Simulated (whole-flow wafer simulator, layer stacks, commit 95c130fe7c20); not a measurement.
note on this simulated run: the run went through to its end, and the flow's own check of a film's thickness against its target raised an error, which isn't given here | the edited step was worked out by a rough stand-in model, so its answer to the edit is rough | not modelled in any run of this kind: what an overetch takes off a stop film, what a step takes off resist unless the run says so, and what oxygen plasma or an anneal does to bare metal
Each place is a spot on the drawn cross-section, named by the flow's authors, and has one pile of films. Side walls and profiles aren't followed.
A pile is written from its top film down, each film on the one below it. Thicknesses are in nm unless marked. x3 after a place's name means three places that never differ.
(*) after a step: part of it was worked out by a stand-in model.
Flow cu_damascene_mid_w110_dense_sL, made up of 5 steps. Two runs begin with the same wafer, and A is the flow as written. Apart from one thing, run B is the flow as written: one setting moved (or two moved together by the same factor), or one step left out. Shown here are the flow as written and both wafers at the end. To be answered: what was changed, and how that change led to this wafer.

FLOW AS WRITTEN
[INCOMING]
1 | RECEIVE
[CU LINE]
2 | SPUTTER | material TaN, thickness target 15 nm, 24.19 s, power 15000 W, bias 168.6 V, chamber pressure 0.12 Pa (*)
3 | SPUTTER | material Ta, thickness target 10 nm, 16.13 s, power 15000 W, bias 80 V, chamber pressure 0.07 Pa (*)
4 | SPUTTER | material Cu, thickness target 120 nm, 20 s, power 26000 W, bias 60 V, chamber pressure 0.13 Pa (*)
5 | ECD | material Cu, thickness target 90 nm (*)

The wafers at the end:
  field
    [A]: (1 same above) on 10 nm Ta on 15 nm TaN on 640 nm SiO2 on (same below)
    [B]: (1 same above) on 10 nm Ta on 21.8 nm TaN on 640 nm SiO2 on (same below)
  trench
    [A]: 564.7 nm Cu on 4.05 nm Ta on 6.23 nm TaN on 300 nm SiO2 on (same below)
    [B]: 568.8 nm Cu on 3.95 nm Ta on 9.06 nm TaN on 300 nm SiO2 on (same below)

The reason: step 2, SPUTTER: thickness target 21.8 nm was run, though the flow has thickness target 15 nm; step 2, SPUTTER: 35.08 s was run, where the flow has 24.19 s.
One can read it off the wafer: field has TaN 21.8, and step 2 as written asks for 15 nm.

The path from the change to this, step by step:
  2 | SPUTTER | material TaN, thickness target 15 nm, 24.19 s, power 15000 W, bias 168.6 V, chamber pressure 0.12 Pa (*)
      field: A +15 TaN (new film) | B +21.8 TaN (new film)
      trench: A +6.23 TaN (new film) | B +9.06 TaN (new film)
  4 | SPUTTER | material Cu, thickness target 120 nm, 20 s, power 26000 W, bias 60 V, chamber pressure 0.13 Pa (*)
      trench: A +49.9 Cu (new film) | B +48.8 Cu (new film)
